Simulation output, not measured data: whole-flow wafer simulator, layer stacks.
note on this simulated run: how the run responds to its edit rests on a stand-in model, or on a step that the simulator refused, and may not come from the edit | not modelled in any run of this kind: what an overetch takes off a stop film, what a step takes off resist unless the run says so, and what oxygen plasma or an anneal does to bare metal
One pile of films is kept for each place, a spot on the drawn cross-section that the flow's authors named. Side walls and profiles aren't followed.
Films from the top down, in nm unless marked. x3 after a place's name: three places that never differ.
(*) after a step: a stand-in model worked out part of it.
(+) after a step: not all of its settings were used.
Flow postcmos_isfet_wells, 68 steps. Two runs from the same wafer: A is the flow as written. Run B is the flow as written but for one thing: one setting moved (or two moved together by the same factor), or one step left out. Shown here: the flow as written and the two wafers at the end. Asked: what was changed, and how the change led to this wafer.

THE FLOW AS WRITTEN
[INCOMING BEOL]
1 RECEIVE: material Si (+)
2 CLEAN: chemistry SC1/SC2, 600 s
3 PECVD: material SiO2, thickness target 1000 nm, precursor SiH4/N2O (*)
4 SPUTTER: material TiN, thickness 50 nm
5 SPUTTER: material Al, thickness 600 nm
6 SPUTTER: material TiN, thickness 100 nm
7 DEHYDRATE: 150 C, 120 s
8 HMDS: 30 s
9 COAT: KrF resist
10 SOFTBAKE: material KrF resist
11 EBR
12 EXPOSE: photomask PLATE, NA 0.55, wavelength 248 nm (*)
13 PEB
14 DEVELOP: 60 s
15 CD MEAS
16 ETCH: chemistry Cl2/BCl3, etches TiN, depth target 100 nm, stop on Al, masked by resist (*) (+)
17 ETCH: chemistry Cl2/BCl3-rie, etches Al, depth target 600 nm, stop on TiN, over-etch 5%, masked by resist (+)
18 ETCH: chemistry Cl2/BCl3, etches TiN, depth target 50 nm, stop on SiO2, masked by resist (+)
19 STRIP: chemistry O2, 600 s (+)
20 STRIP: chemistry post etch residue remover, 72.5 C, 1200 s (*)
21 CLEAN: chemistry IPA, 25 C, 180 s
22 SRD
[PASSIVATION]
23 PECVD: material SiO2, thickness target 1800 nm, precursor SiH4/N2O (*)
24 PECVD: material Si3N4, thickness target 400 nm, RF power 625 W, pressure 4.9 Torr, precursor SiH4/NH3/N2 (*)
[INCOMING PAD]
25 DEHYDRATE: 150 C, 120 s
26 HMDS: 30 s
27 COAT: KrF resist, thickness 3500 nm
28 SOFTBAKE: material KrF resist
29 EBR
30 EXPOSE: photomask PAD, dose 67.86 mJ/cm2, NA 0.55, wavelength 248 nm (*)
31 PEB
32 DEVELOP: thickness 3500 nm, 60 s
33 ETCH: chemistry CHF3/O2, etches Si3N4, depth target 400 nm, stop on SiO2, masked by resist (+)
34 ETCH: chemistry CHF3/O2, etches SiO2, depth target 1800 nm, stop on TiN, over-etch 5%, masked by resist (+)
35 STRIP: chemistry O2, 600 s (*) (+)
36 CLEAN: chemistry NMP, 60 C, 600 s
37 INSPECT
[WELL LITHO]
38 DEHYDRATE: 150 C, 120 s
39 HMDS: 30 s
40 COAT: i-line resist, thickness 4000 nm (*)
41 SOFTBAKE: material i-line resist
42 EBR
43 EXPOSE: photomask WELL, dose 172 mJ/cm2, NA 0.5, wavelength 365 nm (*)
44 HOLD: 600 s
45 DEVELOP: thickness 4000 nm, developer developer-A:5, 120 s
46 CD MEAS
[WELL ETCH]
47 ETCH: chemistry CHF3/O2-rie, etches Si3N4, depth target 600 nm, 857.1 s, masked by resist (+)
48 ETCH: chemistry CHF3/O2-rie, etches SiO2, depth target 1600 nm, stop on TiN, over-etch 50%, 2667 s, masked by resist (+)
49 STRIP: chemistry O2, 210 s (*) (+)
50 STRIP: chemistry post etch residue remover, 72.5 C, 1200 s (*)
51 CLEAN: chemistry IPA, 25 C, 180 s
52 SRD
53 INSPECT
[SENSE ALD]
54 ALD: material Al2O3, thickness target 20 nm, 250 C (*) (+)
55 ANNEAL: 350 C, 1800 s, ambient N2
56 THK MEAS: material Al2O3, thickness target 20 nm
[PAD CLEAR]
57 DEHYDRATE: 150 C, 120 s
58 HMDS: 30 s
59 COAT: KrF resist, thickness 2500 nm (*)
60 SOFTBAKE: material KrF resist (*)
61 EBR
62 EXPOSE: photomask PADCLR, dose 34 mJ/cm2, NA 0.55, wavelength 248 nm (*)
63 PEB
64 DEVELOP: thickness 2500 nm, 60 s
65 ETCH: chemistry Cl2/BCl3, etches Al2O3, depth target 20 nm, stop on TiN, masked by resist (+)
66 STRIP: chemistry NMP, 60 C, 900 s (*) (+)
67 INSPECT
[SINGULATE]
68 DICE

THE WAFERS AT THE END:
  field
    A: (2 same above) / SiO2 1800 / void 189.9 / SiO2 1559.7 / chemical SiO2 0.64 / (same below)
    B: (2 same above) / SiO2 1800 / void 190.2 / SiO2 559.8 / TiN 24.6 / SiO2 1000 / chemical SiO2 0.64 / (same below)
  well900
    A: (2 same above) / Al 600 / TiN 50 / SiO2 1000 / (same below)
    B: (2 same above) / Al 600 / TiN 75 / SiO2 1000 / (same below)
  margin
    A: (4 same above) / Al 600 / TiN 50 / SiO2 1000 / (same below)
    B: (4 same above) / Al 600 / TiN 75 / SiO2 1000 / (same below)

The cause: step 4, SPUTTER: thickness 75 nm was run, where the flow has thickness 50 nm.
It can be read off the wafer: well900 has TiN 75, and step 4 as written asks for 50 nm.

How the change led to this, step by step:
  4 SPUTTER: material TiN, thickness 50 nm
      field, margin, well900, well1300 x3, pad_rim, pad_clr, pad_open: A TiN +50 (new film) | B TiN +75 (new film)
  18 ETCH: chemistry Cl2/BCl3, etches TiN, depth target 50 nm, stop on SiO2, masked by resist (+)
      field: A TiN -50 (all of it) | B TiN -50
  23 PECVD: material SiO2, thickness target 1800 nm, precursor SiH4/N2O (*)
      field: A SiO2 +1800 (new film), void +189.9 (new film), SiO2 +559.7 | B SiO2 +1800 (new film), void +190.2 (new film), SiO2 +559.8 (new film)
Counting metal films that touch as one body, field has 1 body; the flow as written gives 0 bodies.
